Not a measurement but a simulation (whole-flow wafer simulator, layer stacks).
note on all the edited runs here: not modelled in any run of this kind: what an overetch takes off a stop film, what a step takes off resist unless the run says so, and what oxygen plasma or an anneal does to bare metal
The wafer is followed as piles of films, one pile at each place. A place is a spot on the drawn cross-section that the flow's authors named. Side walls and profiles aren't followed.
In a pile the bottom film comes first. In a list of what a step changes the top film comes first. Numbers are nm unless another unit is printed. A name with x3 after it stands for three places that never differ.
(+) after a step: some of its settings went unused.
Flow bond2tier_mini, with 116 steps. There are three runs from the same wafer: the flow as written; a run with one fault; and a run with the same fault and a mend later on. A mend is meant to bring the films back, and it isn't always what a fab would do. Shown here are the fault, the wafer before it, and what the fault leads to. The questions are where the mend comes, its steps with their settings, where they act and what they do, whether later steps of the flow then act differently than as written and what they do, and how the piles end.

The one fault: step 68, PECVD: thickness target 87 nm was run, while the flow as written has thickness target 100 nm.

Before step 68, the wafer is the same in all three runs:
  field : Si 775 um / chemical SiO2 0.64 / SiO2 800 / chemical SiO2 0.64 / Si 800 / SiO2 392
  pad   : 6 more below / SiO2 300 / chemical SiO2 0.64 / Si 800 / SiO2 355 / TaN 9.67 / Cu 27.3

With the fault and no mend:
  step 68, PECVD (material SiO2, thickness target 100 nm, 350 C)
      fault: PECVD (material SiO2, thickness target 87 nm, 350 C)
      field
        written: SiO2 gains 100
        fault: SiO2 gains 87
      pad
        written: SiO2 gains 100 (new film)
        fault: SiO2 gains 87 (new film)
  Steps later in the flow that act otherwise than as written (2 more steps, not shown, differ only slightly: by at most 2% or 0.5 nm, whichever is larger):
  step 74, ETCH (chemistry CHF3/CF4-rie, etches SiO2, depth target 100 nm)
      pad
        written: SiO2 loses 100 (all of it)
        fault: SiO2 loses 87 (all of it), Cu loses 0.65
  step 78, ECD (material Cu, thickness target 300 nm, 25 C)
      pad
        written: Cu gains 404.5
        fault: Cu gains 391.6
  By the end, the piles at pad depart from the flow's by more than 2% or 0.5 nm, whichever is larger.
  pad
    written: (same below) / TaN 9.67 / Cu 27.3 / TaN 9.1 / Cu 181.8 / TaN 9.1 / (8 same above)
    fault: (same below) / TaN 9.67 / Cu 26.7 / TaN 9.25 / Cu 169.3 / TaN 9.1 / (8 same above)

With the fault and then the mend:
  The mend follows step 73.
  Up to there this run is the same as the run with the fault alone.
  step 73a, STRIP (chemistry O2, over-ash 100%) (+)
      field
        KrF resist loses 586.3 (all of it)
  step 73b, PECVD (material SiO2, thickness target 13 nm, 350 C) (the flow's step 68, run once more with other settings)
      field, pad
        SiO2 gains 13
  step 73c, COAT (KrF resist, thickness 600 nm) (the flow's step 69, run once more)
      field, pad
        KrF resist gains 600 (new film)
  step 73d, SOFTBAKE (KrF resist) (the flow's step 70, run once more)
      leaves every film unchanged at each place that is followed
  step 73e, EXPOSE (photomask T2PAD, NA 0.6) (the flow's step 71, run once more)
      leaves every film unchanged at each place that is followed
  step 73f, PEB (KrF resist) (the flow's step 72, run once more)
      leaves every film unchanged at each place that is followed
  step 73g, DEVELOP (developer TMAH-0.26N, 60 s) (the flow's step 73, run once more)
      field
        KrF resist loses 13.7
      pad
        KrF resist loses 600 (all of it)
  Later steps of the flow that are run all act as written at every place that is followed.
  At every place that both follow, the piles at the end match the flow's.
